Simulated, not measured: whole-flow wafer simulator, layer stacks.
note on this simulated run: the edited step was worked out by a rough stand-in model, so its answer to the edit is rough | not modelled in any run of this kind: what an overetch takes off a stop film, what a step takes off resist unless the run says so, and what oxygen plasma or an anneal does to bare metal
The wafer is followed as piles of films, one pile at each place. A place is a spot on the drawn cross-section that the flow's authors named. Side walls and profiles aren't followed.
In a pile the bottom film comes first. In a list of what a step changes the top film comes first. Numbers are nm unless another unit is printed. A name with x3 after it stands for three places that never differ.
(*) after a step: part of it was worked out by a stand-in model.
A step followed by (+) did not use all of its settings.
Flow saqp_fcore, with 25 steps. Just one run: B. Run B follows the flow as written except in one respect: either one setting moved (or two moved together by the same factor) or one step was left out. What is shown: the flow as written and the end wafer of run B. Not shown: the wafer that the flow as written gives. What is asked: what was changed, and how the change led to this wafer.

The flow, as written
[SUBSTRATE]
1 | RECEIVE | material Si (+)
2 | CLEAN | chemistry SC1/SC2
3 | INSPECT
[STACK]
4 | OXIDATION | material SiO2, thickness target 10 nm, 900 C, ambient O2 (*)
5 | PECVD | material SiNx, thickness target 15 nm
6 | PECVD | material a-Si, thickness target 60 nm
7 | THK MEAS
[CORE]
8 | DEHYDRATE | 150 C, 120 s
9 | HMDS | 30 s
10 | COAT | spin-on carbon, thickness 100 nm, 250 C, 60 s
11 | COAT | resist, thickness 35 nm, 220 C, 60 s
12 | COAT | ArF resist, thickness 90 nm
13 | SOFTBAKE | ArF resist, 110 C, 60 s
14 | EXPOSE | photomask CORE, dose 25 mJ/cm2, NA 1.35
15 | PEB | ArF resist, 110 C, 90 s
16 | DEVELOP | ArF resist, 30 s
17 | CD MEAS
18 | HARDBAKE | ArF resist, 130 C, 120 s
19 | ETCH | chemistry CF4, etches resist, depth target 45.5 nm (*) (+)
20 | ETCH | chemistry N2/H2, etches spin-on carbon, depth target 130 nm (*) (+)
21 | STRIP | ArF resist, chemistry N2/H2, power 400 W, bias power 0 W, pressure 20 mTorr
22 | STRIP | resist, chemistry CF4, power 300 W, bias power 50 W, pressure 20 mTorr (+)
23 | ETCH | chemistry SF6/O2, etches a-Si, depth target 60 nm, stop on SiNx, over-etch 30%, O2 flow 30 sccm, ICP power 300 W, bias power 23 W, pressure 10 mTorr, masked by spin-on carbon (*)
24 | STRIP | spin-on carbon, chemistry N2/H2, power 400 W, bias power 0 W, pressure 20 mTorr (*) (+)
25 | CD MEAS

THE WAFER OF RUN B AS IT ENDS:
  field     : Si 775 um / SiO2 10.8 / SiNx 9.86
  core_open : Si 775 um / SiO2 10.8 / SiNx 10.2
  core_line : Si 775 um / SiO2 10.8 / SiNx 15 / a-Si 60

Cause: step 4, OXIDATION: thickness target 10.8 nm was run, though the flow has thickness target 10 nm.
The wafer itself shows it: field has SiO2 10.8, and step 4 as written asks for 10 nm.

Step by step, how the change led to this:
  4 | OXIDATION | material SiO2, thickness target 10 nm, 900 C, ambient O2 (*)
      field, core_open, core_line: SiO2 gains 10.8 (new film), chemical SiO2 loses 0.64 (all of it), Si loses 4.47 (as written it would have been: SiO2 gains 10 (new film), chemical SiO2 loses 0.64 (all of it), Si loses 4.12)
